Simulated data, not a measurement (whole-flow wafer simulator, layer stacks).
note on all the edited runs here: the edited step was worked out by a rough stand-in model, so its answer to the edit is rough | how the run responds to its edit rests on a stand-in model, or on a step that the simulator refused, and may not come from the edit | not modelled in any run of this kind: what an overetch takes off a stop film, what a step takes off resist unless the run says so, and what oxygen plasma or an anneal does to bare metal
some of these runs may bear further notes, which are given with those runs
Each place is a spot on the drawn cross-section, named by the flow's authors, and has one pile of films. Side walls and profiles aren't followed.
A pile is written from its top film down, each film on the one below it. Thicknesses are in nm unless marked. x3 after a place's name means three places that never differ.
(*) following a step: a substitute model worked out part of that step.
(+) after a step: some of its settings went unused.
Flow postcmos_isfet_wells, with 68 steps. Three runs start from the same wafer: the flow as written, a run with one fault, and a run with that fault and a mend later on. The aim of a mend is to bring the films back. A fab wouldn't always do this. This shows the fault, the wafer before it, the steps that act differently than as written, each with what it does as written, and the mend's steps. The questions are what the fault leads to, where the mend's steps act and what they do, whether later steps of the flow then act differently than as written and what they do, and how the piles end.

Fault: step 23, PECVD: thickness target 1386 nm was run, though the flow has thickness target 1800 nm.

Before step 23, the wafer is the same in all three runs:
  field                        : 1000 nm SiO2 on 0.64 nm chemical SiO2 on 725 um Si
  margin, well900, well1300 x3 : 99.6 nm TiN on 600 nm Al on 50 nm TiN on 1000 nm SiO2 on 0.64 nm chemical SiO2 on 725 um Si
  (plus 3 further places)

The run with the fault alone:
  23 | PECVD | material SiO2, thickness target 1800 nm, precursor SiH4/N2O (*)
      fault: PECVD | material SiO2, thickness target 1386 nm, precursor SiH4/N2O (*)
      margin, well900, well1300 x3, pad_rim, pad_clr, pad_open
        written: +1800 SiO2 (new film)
        fault: +1386 SiO2 (new film)
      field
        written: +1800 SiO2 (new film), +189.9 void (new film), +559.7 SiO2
        fault: +1386 SiO2 (new film), +190 void (new film), +559.6 SiO2
  Steps later in the flow that act otherwise than as written:
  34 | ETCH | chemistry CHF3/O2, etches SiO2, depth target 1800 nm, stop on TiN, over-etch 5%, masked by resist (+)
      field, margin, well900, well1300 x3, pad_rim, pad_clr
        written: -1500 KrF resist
        fault: -1212.8 KrF resist
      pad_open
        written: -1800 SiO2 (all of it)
        fault: -1386 SiO2 (all of it)
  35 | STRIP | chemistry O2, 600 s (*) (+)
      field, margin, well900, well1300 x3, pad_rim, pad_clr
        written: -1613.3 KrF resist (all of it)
        fault: -1900.6 KrF resist (all of it)
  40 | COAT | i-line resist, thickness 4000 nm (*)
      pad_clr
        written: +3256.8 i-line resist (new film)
        fault: +3387.5 i-line resist (new film)
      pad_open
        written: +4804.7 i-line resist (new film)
        fault: +4655.5 i-line resist (new film)
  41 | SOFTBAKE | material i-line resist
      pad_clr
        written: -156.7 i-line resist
        fault: -116.7 i-line resist
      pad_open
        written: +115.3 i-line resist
        fault: +96.5 i-line resist
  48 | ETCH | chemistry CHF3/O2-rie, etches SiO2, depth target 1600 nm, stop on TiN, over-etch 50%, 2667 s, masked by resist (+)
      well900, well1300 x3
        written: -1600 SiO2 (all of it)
        fault: -1186 SiO2 (all of it)
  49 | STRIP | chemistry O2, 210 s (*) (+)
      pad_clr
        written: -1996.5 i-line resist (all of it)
        fault: -2167.1 i-line resist (all of it)
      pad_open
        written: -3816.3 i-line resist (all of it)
        fault: -3648.3 i-line resist (all of it)
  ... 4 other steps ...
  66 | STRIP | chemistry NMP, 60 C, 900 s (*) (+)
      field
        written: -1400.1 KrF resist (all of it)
        fault: -1596.5 KrF resist (all of it)
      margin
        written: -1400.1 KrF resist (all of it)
        fault: -1596.4 KrF resist (all of it)
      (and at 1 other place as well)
  At field, margin, pad_rim, pad_clr, the piles at the end differ from the flow's by more than 2% or 0.5 nm, whichever is larger.
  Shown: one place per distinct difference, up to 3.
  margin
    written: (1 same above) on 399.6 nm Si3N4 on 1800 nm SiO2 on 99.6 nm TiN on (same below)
    fault: (1 same above) on 399.6 nm Si3N4 on 1386 nm SiO2 on 99.6 nm TiN on (same below)
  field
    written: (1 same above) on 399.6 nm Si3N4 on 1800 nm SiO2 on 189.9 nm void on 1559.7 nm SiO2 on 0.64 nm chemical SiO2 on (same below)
    fault: (1 same above) on 399.6 nm Si3N4 on 1386 nm SiO2 on 190 nm void on 1559.6 nm SiO2 on 0.64 nm chemical SiO2 on (same below)
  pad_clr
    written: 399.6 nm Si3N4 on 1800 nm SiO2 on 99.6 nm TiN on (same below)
    fault: 399.6 nm Si3N4 on 1386 nm SiO2 on 99.6 nm TiN on (same below)

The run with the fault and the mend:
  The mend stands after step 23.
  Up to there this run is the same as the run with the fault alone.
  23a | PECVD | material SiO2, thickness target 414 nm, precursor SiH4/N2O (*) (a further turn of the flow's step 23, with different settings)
      field, margin, well900, well1300 x3, pad_rim, pad_clr, pad_open
        +414 SiO2
  None of the later steps of the flow acts differently than as written at any place that is followed.
  The piles end only slightly different from the flow's at the places that both follow, by no more than 2% or 0.5 nm, whichever is larger.
